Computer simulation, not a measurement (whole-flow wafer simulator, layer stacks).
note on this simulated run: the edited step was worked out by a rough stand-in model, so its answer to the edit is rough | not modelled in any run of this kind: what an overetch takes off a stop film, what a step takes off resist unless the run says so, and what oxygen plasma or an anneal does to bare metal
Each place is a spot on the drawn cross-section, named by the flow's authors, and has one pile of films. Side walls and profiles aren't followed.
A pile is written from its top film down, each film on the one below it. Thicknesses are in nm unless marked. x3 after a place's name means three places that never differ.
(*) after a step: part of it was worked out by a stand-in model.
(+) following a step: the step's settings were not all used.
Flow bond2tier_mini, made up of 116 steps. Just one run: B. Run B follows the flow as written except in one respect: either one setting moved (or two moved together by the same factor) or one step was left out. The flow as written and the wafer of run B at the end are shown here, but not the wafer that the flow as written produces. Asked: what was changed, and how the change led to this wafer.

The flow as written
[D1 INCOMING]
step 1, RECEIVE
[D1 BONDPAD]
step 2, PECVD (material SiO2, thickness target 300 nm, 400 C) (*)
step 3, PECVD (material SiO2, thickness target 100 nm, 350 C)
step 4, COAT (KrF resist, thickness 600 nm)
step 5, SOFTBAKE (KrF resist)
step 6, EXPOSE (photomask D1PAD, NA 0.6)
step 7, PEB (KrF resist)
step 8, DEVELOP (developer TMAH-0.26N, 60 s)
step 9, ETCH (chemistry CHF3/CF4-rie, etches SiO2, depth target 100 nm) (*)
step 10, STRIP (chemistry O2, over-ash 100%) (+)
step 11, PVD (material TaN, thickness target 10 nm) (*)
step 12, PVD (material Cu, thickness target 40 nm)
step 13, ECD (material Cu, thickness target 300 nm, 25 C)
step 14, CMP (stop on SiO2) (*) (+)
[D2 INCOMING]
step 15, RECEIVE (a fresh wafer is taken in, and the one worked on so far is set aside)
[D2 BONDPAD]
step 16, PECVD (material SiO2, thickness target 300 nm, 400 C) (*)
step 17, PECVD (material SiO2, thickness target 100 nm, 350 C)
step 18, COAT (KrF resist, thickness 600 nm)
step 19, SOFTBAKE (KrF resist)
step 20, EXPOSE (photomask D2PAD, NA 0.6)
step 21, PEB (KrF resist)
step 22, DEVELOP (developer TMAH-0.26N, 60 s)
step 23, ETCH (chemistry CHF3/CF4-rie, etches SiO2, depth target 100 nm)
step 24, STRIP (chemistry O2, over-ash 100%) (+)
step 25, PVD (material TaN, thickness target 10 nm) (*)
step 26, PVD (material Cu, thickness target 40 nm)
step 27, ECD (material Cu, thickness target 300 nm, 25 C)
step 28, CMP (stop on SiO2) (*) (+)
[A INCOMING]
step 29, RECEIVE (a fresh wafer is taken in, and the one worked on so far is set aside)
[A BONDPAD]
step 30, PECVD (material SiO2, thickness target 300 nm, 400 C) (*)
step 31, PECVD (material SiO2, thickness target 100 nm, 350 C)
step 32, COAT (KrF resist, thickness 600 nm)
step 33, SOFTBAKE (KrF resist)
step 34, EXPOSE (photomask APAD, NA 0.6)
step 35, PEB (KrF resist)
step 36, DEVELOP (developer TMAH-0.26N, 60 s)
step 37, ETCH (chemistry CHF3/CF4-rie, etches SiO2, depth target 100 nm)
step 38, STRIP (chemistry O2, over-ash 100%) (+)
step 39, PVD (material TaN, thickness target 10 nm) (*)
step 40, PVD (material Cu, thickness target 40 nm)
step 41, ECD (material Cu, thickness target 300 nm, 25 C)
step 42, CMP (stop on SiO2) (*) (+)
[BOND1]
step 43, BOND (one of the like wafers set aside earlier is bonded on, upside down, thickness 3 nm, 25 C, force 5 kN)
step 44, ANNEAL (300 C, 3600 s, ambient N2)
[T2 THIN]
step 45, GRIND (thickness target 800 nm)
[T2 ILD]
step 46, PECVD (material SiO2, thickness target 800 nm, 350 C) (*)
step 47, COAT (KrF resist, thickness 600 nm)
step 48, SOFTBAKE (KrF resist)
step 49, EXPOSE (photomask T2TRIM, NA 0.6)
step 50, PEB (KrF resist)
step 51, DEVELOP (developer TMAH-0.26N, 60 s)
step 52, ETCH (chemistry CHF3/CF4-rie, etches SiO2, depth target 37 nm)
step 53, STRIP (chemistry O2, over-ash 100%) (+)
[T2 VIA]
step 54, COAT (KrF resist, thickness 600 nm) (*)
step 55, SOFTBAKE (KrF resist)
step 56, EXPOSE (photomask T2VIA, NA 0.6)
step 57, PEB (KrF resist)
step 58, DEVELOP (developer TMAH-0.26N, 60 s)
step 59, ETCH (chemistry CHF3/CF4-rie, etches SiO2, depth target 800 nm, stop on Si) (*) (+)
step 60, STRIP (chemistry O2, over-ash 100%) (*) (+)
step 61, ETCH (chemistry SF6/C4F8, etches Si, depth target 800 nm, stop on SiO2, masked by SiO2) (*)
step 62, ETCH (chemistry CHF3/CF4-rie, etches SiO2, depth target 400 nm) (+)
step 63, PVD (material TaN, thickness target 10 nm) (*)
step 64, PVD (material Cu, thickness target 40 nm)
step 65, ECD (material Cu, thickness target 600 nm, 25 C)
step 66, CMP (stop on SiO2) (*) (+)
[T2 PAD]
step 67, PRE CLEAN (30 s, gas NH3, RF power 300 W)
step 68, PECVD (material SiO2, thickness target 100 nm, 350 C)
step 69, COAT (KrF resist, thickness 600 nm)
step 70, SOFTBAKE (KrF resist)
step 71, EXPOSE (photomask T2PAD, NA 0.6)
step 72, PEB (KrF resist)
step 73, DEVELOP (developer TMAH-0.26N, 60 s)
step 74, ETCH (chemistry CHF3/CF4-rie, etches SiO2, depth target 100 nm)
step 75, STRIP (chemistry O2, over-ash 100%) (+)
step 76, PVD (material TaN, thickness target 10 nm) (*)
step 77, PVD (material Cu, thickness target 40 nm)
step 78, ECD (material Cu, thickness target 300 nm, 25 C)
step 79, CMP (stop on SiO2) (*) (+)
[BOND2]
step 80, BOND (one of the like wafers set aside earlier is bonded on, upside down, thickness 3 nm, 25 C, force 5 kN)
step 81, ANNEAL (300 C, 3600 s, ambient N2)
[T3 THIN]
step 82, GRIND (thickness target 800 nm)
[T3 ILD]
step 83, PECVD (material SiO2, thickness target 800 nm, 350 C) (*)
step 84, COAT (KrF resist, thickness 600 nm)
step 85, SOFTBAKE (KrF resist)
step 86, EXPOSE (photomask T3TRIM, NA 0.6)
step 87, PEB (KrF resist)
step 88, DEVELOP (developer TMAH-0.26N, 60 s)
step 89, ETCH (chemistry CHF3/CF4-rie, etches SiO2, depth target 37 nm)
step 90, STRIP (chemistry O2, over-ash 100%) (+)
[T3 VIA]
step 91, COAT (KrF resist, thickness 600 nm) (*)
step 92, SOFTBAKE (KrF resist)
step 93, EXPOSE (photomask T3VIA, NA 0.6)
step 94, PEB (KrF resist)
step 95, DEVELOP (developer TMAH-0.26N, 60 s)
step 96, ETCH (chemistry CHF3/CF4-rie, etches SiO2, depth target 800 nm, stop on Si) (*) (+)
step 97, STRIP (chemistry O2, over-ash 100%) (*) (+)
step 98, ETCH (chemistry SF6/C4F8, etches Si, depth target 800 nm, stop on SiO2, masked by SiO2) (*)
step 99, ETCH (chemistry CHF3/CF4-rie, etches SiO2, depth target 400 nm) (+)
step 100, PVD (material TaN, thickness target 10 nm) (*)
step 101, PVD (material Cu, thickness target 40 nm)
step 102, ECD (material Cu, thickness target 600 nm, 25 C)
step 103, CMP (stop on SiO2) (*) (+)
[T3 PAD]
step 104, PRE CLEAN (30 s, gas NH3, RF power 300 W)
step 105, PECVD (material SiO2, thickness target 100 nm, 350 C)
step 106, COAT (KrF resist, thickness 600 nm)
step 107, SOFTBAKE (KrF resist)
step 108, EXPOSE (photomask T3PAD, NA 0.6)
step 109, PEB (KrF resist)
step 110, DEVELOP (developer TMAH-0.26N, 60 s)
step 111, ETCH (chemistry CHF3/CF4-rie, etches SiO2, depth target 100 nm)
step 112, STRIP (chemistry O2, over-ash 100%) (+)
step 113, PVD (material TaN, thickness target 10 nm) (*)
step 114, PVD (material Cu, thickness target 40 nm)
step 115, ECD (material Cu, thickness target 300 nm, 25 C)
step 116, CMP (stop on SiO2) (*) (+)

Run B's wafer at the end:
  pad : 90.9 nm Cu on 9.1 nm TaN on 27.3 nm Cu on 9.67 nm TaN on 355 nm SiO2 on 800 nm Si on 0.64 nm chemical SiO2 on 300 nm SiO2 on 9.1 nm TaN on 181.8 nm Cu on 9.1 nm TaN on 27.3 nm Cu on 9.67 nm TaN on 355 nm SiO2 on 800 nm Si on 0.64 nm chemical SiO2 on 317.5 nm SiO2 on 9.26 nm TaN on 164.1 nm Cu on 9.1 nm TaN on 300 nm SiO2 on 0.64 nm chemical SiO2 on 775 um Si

The reason: step 9, ETCH: depth target 82.5 nm was run, whereas the flow has depth target 100 nm.

Step by step, how the change led to this:
  step 9, ETCH (chemistry CHF3/CF4-rie, etches SiO2, depth target 100 nm) (*)
      pad, via: -82.5 SiO2 (in the flow as written it would be: -100 SiO2)
      field: -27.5 KrF resist (in the flow as written it would be: -33.3 KrF resist)
  step 13, ECD (material Cu, thickness target 300 nm, 25 C)
      pad: +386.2 Cu (in the flow as written it would be: +404.5 Cu)
      via: +382.6 Cu (in the flow as written it would be: +400.2 Cu)
  step 43, BOND (one of the like wafers set aside earlier is bonded on, upside down, thickness 3 nm, 25 C, force 5 kN)
      pad: +775 um Si (new film), +0.64 chemical SiO2 (new film), +317.5 SiO2 (new film), +9.26 TaN (new film), +73.2 Cu (in the flow as written it would be: +775 um Si (new film), +0.64 chemical SiO2 (new film), +300 SiO2 (new film), +9.1 TaN (new film), +90.9 Cu)
      via: +775 um Si (new film), +0.64 chemical SiO2 (new film), +317.5 SiO2 (new film), +9.98 TaN (new film), +72.5 Cu (in the flow as written it would be: +775 um Si (new film), +0.64 chemical SiO2 (new film), +300 SiO2 (new film), +9.97 TaN (new film), +90 Cu)
